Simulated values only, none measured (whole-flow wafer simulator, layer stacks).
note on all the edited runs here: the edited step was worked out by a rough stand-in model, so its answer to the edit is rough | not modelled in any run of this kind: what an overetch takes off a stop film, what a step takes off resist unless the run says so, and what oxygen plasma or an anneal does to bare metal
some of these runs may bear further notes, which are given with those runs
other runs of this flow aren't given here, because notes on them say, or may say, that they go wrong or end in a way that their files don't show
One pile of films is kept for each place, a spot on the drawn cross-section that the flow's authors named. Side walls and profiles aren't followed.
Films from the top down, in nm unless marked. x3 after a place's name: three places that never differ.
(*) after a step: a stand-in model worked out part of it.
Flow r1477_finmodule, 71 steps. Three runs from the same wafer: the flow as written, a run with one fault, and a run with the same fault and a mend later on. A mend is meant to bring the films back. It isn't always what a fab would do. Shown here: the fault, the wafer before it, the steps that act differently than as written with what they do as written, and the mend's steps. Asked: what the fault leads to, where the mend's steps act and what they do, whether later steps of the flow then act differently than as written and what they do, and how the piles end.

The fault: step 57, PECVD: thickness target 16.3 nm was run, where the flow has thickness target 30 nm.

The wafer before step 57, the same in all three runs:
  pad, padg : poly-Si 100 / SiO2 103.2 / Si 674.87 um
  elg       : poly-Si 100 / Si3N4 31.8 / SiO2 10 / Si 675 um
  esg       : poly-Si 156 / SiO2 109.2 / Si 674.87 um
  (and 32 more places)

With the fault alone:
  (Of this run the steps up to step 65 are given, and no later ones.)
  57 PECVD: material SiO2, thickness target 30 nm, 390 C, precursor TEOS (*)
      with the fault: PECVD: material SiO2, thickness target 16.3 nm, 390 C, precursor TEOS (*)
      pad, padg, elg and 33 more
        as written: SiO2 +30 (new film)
        with the fault: SiO2 +16.3 (new film)
  No later step of the flow up to step 65 acts differently than as written, at any place that is followed, by more than 2% or 0.5 nm, whichever is larger.
  After step 65 the piles differ from the flow's by more than 2% or 0.5 nm, whichever is larger, at pad, padg, elg and 33 more.
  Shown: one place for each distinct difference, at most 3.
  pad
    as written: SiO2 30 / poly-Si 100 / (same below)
    with the fault: SiO2 16.3 / poly-Si 100 / (same below)
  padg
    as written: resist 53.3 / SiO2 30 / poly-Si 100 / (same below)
    with the fault: resist 53.3 / SiO2 16.3 / poly-Si 100 / (same below)
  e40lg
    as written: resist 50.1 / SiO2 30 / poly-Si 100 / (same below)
    with the fault: resist 50.1 / SiO2 16.3 / poly-Si 100 / (same below)

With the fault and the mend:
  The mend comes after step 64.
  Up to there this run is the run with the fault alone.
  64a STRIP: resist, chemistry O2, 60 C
      padg, elg, esg
        resist -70 (all of it)
      e40lg, e100lg, e200lg
        resist -66.9 (all of it)
      s40sg, s45sg
        resist -91 (all of it)
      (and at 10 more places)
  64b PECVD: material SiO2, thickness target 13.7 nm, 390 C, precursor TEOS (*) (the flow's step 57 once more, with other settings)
      pad, padg, elg and 33 more
        SiO2 +13.7
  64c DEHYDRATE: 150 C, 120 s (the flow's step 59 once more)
      changes no film at any place that is followed
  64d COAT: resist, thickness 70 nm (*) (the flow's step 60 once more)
      e40lg, e100lg, e200lg, elo, e40lo, e100lo, e200lo
        resist +66.9 (new film)
      pad, padg, elg, esg
        resist +70 (new film)
      s40sg, s45sg, s40so, s45so
        resist +91 (new film)
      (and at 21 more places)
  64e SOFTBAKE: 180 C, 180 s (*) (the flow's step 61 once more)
      changes no film at any place that is followed
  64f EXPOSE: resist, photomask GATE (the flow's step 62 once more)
      changes no film at any place that is followed
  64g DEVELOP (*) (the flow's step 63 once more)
      elo, e40lo, e100lo, e200lo
        resist -66.9 (all of it)
      eso, e40so
        resist -129.5 (all of it)
      s40so, s45so
        resist -91 (all of it)
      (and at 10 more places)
  No later step of the flow acts differently than as written at any place that is followed.
  At the end the piles are the same as the flow's at every place that both follow.
